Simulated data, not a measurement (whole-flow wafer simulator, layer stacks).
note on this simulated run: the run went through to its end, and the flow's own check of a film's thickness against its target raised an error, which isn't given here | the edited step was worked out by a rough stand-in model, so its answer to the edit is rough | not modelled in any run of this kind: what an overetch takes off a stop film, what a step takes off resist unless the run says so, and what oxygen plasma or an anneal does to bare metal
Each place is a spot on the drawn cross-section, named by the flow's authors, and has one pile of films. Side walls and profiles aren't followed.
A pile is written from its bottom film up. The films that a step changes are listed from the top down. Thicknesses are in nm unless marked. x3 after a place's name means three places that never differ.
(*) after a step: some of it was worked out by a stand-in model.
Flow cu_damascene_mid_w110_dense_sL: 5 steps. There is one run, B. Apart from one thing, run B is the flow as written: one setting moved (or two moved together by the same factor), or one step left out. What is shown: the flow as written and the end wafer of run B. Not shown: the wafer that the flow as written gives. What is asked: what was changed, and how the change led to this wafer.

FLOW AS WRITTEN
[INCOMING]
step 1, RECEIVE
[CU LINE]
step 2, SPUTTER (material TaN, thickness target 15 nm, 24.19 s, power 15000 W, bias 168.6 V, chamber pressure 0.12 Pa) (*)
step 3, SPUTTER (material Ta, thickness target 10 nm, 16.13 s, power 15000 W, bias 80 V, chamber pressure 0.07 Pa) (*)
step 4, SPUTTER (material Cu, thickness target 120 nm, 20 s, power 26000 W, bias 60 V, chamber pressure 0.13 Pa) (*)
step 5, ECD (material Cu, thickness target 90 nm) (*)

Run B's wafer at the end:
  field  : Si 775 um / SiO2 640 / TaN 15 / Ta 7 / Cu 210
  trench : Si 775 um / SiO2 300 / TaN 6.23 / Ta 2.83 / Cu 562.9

Cause: step 3, SPUTTER: thickness target 7 nm was run, whereas the flow has thickness target 10 nm; step 3, SPUTTER: 11.29 s was run, where the flow has 16.13 s.
One can read it off the wafer: field has Ta 7, and step 3 as written asks for 10 nm.

How this came from the change, step by step:
  step 3, SPUTTER (material Ta, thickness target 10 nm, 16.13 s, power 15000 W, bias 80 V, chamber pressure 0.07 Pa) (*)
      field: +7 Ta (new film) (it would be, as written: +10 Ta (new film))
      trench: +2.83 Ta (new film) (it would be, as written: +4.05 Ta (new film))
